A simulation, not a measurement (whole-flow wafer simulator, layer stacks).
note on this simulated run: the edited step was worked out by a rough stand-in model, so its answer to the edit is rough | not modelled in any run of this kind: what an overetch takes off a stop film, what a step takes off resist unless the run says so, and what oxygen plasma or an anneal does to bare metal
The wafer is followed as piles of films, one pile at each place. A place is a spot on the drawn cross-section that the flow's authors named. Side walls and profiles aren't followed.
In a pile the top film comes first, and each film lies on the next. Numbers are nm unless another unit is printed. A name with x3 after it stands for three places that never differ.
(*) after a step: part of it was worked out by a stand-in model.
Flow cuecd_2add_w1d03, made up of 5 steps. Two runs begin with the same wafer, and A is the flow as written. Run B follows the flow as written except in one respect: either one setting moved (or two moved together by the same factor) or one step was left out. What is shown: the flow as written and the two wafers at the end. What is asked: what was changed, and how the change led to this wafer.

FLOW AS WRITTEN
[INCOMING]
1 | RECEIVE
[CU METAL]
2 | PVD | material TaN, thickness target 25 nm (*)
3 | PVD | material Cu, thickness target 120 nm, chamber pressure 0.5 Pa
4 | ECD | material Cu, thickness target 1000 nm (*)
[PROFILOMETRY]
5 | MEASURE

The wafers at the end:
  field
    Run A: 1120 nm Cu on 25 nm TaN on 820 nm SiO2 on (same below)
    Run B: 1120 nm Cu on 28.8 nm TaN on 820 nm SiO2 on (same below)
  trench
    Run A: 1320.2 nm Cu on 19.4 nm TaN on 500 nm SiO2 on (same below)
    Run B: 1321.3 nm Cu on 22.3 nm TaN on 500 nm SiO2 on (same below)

What caused this: step 2, PVD: thickness target 28.8 nm was run, whereas the flow has thickness target 25 nm.
The wafer itself shows it: field has TaN 28.8, and step 2 as written asks for 25 nm.

Step by step, how the change led to this:
  2 | PVD | material TaN, thickness target 25 nm (*)
      field: A +25 TaN (new film) | B +28.8 TaN (new film)
      trench: A +19.4 TaN (new film) | B +22.3 TaN (new film)
